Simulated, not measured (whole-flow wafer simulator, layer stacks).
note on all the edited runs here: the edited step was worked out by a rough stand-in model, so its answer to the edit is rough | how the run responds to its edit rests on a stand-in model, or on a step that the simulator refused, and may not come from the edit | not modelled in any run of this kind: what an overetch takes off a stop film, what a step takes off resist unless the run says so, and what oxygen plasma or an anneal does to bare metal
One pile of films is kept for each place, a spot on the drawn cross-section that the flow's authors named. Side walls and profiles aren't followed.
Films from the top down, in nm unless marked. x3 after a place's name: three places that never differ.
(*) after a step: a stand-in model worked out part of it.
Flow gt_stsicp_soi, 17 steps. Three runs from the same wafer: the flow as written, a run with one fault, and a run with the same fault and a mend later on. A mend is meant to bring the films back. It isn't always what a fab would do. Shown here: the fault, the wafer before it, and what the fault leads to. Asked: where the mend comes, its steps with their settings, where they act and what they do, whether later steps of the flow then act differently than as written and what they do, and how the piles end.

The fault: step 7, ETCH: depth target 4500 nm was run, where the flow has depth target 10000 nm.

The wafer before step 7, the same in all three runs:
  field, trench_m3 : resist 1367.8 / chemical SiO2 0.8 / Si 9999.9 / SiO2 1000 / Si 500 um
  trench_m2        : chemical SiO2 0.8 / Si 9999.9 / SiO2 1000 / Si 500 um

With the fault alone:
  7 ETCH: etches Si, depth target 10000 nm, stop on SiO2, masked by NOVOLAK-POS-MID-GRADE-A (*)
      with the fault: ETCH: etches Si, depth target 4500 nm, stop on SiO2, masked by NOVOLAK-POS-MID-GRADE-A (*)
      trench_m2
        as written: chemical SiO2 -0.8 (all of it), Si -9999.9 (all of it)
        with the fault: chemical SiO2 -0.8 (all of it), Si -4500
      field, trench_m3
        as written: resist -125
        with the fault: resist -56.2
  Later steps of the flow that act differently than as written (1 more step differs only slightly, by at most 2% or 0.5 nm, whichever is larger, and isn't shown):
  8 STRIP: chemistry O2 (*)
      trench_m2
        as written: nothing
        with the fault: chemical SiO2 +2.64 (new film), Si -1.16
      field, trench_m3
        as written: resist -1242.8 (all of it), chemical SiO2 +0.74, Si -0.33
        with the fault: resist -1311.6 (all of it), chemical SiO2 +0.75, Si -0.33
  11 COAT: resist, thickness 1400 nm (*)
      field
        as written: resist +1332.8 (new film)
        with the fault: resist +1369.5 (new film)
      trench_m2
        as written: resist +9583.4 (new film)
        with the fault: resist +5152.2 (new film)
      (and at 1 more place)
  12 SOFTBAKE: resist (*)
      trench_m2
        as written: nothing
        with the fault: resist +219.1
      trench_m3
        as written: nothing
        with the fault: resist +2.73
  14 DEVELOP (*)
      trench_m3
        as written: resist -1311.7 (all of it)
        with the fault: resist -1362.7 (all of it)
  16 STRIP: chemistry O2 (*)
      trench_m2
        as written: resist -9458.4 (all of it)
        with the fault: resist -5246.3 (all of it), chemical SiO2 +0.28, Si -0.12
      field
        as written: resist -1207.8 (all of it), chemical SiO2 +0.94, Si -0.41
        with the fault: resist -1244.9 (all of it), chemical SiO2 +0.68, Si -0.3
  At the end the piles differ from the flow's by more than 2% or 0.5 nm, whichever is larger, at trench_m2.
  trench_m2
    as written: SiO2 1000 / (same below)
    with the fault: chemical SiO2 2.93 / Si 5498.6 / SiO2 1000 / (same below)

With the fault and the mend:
  The mend comes after step 7.
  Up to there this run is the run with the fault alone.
  7a ETCH: etches Si, depth target 5500 nm, stop on SiO2, masked by NOVOLAK-POS-MID-GRADE-A (*) (the flow's step 7 once more, with other settings)
      field, trench_m3
        resist -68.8
      trench_m2
        Si -5499.9 (all of it)
  No later step of the flow acts differently than as written at any place that is followed.
  At the end the piles are the same as the flow's at every place that both follow.
